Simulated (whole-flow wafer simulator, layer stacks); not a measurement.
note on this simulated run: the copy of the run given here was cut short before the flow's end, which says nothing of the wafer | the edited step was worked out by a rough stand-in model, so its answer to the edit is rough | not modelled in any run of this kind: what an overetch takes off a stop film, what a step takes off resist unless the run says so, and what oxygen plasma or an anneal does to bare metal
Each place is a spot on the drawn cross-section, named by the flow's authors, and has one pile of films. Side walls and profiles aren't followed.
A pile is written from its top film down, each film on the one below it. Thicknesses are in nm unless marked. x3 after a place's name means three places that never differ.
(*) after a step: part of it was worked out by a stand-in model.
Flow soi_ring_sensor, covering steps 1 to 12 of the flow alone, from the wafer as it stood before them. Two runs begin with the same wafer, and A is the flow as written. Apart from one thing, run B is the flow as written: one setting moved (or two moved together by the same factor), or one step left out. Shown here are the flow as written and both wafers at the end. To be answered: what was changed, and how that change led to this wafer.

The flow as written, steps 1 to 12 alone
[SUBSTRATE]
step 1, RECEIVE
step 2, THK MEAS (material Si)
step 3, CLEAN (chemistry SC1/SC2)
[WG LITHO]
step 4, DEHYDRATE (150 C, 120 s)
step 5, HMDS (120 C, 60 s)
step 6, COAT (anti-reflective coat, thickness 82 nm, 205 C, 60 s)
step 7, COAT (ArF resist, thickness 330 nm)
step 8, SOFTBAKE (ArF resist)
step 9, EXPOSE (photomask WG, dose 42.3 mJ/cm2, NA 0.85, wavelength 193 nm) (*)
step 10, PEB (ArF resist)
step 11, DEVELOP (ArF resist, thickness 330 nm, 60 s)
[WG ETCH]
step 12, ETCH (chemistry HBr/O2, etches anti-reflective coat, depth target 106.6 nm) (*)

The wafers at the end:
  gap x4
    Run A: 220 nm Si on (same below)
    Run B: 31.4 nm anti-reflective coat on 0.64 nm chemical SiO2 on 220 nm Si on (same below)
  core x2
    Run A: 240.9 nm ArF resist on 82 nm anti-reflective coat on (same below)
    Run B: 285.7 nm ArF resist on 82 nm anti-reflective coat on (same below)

The reason: step 12, ETCH: depth target 50.6 nm was run, while the flow as written has depth target 106.6 nm.

Step by step, how the change led to this:
  step 12, ETCH (chemistry HBr/O2, etches anti-reflective coat, depth target 106.6 nm) (*)
      gap x4: A -82 anti-reflective coat (all of it), -0.64 chemical SiO2 (all of it) | B -50.6 anti-reflective coat
      core x2: A -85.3 ArF resist | B -40.5 ArF resist
